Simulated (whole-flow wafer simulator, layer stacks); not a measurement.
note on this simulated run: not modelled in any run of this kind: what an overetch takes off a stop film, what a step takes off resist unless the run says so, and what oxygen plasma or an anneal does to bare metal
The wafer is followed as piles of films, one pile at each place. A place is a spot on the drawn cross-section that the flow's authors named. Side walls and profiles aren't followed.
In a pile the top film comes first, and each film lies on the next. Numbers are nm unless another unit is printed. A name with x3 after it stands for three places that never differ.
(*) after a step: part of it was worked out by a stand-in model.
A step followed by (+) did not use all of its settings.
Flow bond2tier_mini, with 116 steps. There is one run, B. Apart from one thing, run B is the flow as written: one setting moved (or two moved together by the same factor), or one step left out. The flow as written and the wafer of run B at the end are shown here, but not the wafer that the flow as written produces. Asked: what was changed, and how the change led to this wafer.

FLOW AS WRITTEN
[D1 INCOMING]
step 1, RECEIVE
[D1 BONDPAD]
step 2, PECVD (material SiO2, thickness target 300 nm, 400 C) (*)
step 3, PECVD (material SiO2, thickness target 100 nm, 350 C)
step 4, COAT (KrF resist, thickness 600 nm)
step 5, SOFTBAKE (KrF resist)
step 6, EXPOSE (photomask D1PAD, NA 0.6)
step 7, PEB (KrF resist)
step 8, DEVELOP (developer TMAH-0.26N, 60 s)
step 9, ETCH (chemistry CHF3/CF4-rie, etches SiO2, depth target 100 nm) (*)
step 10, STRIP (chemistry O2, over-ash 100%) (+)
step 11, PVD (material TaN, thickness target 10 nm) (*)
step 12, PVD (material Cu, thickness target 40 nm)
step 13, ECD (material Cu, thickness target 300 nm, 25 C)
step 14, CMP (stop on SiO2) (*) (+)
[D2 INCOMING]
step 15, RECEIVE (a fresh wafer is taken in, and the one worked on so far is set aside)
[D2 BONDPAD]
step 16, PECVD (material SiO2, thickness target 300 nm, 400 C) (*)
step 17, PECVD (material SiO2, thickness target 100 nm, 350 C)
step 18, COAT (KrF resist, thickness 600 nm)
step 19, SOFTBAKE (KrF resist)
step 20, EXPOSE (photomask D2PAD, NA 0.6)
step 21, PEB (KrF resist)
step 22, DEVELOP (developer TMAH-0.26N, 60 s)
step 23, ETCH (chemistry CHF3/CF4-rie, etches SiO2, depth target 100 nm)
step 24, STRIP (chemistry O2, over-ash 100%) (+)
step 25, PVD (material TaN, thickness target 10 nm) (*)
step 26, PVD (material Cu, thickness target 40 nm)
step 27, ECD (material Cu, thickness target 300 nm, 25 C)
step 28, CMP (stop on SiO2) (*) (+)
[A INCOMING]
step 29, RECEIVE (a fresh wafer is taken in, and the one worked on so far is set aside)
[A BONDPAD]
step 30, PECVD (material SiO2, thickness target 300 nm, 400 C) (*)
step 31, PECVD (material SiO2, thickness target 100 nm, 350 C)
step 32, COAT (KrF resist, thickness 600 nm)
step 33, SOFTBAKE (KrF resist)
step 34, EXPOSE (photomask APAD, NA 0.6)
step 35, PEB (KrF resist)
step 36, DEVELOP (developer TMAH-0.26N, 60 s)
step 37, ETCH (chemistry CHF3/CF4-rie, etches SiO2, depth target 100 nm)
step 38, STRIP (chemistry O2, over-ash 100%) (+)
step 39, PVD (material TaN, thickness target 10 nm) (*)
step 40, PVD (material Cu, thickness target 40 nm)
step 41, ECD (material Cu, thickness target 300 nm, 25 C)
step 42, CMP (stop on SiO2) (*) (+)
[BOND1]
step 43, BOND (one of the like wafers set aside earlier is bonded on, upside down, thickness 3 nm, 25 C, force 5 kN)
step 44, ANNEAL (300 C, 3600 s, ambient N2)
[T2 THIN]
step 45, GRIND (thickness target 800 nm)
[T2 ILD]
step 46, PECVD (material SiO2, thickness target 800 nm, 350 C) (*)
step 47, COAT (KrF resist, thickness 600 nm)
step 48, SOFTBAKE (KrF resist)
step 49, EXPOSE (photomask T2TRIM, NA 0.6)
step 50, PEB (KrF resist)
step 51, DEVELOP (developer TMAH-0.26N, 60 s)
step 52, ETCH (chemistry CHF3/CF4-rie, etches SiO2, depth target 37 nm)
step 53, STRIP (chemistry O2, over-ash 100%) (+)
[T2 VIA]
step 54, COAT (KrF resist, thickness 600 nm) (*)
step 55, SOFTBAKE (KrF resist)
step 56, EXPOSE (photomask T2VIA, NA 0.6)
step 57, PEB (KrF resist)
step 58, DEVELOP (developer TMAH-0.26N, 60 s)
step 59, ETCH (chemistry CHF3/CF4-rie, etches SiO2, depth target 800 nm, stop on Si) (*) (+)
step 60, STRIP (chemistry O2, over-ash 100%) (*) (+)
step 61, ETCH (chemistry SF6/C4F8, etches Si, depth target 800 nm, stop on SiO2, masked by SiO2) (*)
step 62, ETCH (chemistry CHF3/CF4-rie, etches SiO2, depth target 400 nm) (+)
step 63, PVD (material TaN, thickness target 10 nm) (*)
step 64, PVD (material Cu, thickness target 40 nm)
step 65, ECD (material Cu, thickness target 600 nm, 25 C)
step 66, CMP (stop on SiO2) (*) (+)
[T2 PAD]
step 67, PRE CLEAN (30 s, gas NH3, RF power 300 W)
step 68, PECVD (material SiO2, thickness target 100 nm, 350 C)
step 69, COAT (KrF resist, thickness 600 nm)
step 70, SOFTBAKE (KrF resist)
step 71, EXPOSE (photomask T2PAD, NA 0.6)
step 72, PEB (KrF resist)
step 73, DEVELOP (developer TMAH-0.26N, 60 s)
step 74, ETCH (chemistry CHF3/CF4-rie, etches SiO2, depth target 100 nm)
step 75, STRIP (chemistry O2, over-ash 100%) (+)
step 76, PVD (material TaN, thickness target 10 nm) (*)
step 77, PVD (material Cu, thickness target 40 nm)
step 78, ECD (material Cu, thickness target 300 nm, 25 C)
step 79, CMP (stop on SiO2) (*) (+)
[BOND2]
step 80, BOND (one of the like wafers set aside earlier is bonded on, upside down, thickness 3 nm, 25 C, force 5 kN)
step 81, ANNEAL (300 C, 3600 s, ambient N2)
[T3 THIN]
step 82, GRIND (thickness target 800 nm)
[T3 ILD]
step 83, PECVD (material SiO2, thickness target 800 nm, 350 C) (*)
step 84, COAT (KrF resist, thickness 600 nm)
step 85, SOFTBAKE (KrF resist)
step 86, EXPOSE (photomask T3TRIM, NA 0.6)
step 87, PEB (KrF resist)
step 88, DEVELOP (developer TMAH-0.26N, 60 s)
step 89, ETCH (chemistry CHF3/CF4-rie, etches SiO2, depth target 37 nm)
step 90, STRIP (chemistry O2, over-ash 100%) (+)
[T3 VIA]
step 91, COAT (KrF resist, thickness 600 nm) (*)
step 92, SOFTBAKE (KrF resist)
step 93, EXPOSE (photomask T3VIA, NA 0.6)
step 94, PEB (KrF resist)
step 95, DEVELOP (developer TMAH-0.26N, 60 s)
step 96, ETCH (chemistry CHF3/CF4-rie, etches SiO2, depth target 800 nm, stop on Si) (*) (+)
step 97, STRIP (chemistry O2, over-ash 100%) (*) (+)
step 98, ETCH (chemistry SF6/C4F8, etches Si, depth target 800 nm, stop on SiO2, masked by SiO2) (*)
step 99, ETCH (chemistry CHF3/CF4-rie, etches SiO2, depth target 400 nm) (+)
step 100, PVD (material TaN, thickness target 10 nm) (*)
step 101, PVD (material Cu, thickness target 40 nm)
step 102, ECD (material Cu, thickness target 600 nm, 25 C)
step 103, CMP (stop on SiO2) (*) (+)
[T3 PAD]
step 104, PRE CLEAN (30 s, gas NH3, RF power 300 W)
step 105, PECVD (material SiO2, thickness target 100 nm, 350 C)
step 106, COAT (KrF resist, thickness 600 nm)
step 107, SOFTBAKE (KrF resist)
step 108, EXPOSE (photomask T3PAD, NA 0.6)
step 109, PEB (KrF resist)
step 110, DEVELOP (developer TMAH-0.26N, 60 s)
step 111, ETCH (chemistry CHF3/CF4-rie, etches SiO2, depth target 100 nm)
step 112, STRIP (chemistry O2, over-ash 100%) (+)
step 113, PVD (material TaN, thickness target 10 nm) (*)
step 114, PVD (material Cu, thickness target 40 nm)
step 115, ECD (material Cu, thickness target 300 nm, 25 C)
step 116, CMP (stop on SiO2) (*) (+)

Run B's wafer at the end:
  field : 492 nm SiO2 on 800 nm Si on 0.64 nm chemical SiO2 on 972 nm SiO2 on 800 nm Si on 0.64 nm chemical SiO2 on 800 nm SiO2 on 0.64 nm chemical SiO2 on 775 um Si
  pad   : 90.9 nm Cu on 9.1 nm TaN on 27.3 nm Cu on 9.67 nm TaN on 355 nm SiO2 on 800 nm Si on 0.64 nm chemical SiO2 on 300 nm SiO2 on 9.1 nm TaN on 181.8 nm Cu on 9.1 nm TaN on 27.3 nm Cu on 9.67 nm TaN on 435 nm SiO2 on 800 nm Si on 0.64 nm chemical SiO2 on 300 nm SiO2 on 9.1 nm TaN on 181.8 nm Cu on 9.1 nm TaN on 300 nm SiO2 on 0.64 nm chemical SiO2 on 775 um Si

What caused this: step 62, ETCH: depth target 320 nm was run, while the flow as written has depth target 400 nm.

The path from the change to this, step by step:
  step 62, ETCH (chemistry CHF3/CF4-rie, etches SiO2, depth target 400 nm) (+)
      field, pad: SiO2 loses 320 (as written it would have been: SiO2 loses 400)
